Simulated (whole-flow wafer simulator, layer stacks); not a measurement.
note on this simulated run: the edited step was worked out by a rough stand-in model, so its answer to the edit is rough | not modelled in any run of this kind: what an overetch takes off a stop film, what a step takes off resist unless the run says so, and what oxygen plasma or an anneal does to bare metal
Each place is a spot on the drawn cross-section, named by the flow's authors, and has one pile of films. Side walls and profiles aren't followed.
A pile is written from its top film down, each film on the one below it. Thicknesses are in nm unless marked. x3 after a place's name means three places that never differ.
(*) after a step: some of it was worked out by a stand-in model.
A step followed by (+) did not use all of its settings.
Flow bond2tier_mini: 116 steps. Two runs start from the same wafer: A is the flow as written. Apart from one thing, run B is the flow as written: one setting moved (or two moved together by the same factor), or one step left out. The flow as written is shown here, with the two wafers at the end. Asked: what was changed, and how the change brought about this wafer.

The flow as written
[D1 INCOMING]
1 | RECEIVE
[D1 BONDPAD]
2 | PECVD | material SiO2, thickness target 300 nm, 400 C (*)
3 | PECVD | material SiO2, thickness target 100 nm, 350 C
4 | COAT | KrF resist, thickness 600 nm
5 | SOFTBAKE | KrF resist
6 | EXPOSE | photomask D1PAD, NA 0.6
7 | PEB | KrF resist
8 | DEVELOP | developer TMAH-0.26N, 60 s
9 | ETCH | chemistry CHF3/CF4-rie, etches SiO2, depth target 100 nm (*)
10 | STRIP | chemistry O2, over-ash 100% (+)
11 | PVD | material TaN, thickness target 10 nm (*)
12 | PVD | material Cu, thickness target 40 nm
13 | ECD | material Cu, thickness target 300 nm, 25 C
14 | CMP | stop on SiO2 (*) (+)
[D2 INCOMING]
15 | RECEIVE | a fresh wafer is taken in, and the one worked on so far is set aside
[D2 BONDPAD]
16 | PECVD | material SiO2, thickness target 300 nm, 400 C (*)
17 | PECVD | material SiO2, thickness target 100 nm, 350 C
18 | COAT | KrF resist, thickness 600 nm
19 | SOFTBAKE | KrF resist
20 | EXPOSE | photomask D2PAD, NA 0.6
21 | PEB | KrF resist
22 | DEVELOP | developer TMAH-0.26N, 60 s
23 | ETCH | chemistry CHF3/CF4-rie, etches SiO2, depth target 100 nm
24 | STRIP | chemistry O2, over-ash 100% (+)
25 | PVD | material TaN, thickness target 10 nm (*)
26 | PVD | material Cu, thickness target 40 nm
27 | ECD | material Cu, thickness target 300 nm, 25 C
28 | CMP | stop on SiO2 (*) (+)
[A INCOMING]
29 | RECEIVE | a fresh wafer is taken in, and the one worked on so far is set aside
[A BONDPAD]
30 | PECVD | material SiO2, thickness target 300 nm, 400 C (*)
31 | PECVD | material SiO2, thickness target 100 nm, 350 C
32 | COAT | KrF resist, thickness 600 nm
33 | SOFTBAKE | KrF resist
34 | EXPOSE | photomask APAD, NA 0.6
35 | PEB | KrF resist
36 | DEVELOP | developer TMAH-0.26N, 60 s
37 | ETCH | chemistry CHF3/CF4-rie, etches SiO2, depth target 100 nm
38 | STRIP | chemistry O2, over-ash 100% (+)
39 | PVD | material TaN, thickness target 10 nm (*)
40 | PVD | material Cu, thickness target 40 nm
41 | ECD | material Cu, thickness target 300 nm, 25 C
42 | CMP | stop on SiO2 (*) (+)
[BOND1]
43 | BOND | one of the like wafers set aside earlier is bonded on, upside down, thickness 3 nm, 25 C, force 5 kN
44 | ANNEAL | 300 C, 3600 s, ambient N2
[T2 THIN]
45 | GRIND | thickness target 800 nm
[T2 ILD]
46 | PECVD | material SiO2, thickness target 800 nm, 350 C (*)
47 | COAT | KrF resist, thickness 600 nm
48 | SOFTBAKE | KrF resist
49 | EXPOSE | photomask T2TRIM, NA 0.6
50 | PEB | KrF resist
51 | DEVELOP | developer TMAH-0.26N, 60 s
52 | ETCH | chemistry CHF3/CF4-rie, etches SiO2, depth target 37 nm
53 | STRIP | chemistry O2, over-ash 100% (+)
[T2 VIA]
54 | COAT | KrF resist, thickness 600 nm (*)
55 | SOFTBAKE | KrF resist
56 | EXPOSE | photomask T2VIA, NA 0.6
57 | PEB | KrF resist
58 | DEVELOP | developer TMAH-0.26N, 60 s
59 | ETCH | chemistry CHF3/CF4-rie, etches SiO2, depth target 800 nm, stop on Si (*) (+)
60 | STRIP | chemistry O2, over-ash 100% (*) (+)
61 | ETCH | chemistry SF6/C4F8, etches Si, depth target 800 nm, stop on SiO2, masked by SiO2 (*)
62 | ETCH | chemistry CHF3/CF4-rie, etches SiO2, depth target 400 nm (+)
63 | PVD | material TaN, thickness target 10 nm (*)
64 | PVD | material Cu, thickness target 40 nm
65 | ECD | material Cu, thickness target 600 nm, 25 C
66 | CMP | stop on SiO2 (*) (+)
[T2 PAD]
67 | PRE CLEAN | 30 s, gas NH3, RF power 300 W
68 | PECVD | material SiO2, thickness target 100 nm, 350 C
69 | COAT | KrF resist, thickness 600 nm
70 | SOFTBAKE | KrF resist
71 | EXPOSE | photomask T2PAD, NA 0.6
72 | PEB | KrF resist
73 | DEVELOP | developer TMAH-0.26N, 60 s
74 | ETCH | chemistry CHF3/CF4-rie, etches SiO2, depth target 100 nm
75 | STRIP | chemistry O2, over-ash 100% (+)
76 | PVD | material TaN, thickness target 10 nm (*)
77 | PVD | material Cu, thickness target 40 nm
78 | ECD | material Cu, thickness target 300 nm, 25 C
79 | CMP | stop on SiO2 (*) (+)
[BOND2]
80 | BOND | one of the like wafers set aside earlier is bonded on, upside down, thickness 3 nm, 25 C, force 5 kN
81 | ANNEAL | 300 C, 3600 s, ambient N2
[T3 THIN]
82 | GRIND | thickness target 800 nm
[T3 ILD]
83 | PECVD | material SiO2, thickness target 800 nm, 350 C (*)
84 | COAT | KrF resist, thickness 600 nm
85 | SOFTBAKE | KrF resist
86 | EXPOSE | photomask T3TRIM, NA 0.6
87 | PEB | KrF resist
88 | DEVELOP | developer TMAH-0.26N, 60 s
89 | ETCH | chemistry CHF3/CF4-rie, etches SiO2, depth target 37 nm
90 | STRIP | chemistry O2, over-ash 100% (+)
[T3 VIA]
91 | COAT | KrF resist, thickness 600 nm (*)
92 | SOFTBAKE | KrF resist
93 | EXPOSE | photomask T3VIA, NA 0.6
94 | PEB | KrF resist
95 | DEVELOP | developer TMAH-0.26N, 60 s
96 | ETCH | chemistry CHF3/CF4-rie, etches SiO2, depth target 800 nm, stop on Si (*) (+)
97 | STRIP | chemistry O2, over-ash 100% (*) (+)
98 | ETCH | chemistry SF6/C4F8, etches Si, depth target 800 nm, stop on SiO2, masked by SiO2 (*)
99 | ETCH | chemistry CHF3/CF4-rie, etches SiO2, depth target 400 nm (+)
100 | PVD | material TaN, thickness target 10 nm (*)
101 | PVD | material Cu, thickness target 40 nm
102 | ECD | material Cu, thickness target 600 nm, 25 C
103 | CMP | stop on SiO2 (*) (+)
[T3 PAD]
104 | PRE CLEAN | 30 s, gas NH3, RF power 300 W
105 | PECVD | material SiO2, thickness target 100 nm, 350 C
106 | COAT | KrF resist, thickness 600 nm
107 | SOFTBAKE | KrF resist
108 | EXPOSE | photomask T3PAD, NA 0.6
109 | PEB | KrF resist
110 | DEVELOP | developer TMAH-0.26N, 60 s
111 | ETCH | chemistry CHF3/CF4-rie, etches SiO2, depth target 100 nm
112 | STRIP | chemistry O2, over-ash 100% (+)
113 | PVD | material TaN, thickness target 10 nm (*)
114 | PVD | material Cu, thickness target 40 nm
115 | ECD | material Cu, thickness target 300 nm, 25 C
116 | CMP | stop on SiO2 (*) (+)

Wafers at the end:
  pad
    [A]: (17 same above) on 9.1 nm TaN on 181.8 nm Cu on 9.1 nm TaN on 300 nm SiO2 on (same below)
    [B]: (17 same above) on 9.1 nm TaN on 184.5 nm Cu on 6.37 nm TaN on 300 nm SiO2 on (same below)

What caused this: step 39, PVD: thickness target 7 nm was run, though the flow has thickness target 10 nm.

How this came from the change, step by step:
  39 | PVD | material TaN, thickness target 10 nm (*)
      field: A TaN gains 10 (new film) | B TaN gains 7 (new film)
      pad: A TaN gains 9.1 (new film) | B TaN gains 6.37 (new film)
      (as well as at 1 more place)
  42 | CMP | stop on SiO2 (*) (+)
      field: A Cu loses 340 (all of it), TaN loses 10 (all of it) | B Cu loses 340 (all of it), TaN loses 7 (all of it)
